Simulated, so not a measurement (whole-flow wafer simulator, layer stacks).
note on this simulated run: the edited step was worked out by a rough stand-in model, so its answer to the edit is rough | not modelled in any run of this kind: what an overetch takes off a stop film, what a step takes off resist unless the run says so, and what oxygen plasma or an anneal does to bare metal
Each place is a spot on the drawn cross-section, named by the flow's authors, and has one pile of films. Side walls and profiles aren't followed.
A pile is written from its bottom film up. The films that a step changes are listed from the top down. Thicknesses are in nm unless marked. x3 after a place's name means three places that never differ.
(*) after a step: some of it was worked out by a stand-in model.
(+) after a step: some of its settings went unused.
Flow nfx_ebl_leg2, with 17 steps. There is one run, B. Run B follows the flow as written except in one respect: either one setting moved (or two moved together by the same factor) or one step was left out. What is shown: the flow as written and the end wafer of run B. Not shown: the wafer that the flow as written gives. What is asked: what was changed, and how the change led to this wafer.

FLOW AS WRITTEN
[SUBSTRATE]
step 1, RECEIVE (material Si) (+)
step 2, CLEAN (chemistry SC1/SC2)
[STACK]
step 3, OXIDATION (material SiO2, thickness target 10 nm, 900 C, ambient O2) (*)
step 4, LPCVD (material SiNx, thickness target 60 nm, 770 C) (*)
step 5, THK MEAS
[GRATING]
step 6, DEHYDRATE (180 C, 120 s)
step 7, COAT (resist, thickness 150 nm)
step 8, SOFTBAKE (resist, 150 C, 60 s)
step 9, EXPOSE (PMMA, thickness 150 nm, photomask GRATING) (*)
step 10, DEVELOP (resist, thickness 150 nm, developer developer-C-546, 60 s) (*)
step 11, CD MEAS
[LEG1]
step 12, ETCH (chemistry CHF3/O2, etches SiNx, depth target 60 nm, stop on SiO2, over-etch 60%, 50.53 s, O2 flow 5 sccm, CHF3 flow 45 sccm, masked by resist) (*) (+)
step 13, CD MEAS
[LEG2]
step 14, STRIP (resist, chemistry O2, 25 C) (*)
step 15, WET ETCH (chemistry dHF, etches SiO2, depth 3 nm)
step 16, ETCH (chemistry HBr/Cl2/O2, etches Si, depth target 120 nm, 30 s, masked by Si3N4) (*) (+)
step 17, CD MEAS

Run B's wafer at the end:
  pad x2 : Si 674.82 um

What caused this: step 16, ETCH: depth target 174 nm was run, while the flow as written has depth target 120 nm.

Step by step, how the change led to this:
  step 16, ETCH (chemistry HBr/Cl2/O2, etches Si, depth target 120 nm, 30 s, masked by Si3N4) (*) (+)
      pad x2: Si loses 174 (as written it would have been: Si loses 120)
